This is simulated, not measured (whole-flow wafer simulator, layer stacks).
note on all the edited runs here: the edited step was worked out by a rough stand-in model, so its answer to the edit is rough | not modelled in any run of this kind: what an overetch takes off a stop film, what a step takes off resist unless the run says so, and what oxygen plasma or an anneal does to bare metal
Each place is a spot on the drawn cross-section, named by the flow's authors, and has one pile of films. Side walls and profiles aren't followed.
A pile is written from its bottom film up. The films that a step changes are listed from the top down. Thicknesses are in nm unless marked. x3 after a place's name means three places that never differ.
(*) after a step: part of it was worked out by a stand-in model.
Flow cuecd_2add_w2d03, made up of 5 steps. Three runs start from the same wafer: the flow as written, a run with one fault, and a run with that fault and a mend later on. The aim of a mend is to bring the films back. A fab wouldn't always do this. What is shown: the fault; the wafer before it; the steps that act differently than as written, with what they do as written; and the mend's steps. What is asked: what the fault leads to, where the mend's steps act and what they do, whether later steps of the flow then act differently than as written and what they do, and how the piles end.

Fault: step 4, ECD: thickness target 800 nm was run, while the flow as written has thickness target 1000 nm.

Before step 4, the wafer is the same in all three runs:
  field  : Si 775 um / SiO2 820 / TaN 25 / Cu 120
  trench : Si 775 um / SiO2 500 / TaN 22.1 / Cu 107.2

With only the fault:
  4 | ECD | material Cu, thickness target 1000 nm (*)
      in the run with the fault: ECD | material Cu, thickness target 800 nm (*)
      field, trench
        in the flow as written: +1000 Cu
        in the run with the fault: +800 Cu
  Later steps of the flow that are run all act as written at every place that is followed.
  The piles end different from the flow's at field, trench by more than 2% or 0.5 nm, whichever is larger.
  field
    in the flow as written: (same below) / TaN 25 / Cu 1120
    in the run with the fault: (same below) / TaN 25 / Cu 920
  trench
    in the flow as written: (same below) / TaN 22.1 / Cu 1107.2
    in the run with the fault: (same below) / TaN 22.1 / Cu 907.2

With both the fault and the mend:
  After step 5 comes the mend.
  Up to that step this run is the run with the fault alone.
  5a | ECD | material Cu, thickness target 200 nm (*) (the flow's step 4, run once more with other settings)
      field, trench
        +200 Cu
  Later steps of the flow that are run all act as written at every place that is followed.
  By the end, the piles equal the flow's at every place that both follow.
